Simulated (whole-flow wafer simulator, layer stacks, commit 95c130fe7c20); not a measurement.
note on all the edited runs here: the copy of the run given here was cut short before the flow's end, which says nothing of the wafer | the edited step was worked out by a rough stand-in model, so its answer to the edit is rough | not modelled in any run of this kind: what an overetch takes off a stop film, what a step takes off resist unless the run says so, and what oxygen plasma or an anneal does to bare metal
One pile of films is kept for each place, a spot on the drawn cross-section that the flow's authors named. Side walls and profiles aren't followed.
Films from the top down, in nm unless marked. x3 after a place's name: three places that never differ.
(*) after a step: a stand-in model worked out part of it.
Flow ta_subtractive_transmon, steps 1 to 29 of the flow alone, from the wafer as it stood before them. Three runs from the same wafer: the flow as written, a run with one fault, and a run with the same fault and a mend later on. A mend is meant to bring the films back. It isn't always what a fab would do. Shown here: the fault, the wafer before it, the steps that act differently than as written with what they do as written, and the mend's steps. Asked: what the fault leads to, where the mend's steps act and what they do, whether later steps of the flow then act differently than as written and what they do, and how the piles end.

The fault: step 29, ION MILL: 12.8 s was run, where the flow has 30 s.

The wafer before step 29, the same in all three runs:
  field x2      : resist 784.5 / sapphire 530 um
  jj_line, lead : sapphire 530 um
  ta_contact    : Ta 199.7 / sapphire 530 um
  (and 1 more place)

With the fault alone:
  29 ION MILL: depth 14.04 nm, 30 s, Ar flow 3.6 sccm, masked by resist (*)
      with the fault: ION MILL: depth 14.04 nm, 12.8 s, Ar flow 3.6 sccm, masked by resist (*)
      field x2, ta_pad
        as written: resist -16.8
        with the fault: resist -7.16
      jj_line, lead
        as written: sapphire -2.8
        with the fault: sapphire -1.19
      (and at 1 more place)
  No later step of the flow acts differently than as written at any place that is followed.
  At the end the piles differ from the flow's by more than 2% or 0.5 nm, whichever is larger, at ta_contact.
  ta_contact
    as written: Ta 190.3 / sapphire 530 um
    with the fault: Ta 195.7 / sapphire 530 um

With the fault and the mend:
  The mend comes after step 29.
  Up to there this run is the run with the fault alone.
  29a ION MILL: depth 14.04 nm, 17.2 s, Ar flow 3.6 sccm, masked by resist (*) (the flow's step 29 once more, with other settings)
      field x2, ta_pad
        resist -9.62
      jj_line, lead
        sapphire -1.6
      ta_contact
        Ta -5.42
  No later step of the flow acts differently than as written at any place that is followed.
  At the end the piles are the same as the flow's at every place that both follow.
